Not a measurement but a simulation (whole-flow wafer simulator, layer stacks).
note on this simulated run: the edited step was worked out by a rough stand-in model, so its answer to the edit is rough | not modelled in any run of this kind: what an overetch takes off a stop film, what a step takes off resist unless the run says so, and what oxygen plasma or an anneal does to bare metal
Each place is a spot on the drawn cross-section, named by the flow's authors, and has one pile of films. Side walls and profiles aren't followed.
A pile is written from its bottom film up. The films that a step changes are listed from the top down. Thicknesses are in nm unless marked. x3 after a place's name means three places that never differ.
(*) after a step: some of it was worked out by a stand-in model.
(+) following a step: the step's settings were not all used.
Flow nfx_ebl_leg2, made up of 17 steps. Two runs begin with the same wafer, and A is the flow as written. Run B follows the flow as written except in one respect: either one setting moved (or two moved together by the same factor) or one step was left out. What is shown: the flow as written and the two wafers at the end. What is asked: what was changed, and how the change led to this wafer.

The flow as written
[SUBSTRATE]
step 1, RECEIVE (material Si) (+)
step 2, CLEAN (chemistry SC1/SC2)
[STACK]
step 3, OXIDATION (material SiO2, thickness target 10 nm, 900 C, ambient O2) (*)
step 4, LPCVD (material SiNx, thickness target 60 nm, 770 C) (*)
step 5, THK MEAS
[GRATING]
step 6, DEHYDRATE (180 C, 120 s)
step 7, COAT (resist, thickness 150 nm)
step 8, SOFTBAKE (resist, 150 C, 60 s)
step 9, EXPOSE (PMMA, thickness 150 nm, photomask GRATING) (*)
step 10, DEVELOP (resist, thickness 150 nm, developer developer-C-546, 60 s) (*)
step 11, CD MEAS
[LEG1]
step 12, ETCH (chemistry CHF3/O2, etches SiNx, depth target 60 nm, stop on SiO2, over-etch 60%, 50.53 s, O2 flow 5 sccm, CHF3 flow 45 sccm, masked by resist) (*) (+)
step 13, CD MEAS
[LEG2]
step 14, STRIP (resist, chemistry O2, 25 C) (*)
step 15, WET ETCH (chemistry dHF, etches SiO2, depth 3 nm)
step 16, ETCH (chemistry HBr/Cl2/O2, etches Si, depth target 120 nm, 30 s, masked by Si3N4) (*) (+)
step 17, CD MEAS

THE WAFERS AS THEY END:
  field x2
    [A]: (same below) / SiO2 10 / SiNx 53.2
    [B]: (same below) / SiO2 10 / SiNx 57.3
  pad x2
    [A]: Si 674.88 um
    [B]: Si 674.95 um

What caused this: step 16, ETCH: depth target 48 nm was run, whereas the flow has depth target 120 nm; step 16, ETCH: 12 s was run, where the flow has 30 s.

The path from the change to this, step by step:
  step 16, ETCH (chemistry HBr/Cl2/O2, etches Si, depth target 120 nm, 30 s, masked by Si3N4) (*) (+)
      field x2: A SiNx loses 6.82 | B SiNx loses 2.73
      pad x2: A Si loses 120 | B Si loses 48
